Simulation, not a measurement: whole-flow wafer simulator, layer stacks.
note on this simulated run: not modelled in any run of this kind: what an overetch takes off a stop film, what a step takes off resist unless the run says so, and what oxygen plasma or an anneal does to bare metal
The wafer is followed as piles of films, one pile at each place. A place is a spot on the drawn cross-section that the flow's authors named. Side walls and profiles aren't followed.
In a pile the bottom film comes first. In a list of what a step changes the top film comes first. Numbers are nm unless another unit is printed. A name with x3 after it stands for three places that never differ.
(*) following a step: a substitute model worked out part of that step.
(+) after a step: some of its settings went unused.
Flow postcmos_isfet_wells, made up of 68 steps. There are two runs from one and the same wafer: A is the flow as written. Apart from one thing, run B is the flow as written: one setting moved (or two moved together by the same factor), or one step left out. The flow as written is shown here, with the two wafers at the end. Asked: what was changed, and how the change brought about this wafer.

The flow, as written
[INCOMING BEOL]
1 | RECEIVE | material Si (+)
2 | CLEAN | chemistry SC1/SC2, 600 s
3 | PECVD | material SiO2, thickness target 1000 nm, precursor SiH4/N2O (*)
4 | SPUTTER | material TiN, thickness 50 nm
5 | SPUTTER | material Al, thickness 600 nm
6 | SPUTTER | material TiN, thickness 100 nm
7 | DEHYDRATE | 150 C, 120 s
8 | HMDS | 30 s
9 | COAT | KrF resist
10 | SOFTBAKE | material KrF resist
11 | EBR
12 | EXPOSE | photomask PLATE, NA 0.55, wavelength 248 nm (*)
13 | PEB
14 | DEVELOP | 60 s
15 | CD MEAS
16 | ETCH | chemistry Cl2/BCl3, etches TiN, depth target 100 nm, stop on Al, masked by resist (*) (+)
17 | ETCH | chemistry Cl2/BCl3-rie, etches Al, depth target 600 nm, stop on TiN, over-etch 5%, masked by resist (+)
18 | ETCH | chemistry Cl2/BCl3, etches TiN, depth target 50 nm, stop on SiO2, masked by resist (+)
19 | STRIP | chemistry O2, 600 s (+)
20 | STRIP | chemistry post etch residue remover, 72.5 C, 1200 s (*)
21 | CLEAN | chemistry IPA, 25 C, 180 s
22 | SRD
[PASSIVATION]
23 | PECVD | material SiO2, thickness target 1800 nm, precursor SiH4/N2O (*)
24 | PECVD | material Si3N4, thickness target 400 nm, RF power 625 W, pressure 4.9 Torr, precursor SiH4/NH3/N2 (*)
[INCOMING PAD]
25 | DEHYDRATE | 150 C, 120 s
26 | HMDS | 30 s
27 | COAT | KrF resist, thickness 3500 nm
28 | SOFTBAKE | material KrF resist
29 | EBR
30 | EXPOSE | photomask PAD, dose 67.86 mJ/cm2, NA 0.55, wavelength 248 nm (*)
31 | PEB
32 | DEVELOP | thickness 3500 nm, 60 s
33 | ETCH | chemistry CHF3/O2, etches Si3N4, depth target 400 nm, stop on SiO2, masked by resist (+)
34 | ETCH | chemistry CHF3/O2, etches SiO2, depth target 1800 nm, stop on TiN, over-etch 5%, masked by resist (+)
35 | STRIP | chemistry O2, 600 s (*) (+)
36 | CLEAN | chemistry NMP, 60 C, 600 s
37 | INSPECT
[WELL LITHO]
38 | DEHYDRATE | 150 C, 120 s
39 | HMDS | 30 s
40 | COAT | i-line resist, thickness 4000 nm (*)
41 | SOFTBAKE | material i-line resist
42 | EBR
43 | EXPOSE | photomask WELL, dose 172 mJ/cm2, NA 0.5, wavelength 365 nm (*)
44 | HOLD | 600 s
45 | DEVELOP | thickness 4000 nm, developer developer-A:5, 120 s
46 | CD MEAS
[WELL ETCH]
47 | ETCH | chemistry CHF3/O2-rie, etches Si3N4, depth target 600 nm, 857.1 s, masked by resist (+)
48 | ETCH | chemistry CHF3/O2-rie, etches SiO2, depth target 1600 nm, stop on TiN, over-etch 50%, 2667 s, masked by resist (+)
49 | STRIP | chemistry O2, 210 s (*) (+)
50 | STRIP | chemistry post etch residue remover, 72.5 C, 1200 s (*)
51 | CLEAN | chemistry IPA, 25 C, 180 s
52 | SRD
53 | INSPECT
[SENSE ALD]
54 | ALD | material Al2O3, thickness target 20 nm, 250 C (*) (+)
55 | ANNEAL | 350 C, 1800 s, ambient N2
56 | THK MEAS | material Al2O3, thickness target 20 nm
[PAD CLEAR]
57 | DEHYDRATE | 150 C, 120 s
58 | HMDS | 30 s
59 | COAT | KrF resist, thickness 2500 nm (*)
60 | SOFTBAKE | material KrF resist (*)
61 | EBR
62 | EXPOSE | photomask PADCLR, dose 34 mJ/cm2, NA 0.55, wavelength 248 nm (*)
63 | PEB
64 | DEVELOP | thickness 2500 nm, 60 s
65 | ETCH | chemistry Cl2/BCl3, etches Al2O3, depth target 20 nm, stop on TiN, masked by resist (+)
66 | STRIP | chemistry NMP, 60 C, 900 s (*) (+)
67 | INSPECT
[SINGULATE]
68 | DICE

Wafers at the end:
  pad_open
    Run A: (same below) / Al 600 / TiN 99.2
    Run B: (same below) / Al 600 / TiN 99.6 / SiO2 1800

Cause: step 34, ETCH: chemistry CHF3/O2, etches SiO2, depth target 1800 nm, stop on TiN, over-etch 5%, masked by resist (+), was not run.

The path from the change to this, step by step:
  35 | STRIP | chemistry O2, 600 s (*) (+)
      field, margin, well900, well1300, well2000, well3000, pad_rim, pad_clr: A KrF resist loses 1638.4 (all of it) | B KrF resist loses 3138.4 (all of it)
  40 | COAT | i-line resist, thickness 4000 nm (*)
      pad_clr: A i-line resist gains 3256.8 (new film) | B i-line resist gains 3855 (new film)
      pad_open: A i-line resist gains 4804.7 (new film) | B i-line resist gains 4149.2 (new film)
  41 | SOFTBAKE | material i-line resist
      pad_clr: A i-line resist loses 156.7 | B i-line resist loses 16
      pad_open: A i-line resist gains 115.3 | B i-line resist gains 21.7
  49 | STRIP | chemistry O2, 210 s (*) (+)
      pad_clr: A i-line resist loses 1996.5 (all of it) | B i-line resist loses 2735.3 (all of it)
      pad_open: A i-line resist loses 3816.3 (all of it) | B i-line resist loses 3067.3 (all of it)
  59 | COAT | KrF resist, thickness 2500 nm (*)
      pad_rim: A KrF resist gains 1976.4 (new film) | B KrF resist gains 2399.6 (new film)
      pad_clr: A KrF resist gains 1691.6 (new film) | B KrF resist gains 2339.1 (new film)
      (also at 1 further place)
  60 | SOFTBAKE | material KrF resist (*)
      pad_clr: A KrF resist loses 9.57 | B KrF resist loses 0.52
  64 | DEVELOP | thickness 2500 nm, 60 s
      pad_clr: A KrF resist loses 1682 (all of it) | B KrF resist loses 2338.6 (all of it)
      pad_open: A KrF resist loses 3067.2 (all of it) | B KrF resist loses 2605.4 (all of it)
  66 | STRIP | chemistry NMP, 60 C, 900 s (*) (+)
      pad_rim: A KrF resist loses 1937.7 (all of it) | B KrF resist loses 2360.4 (all of it)
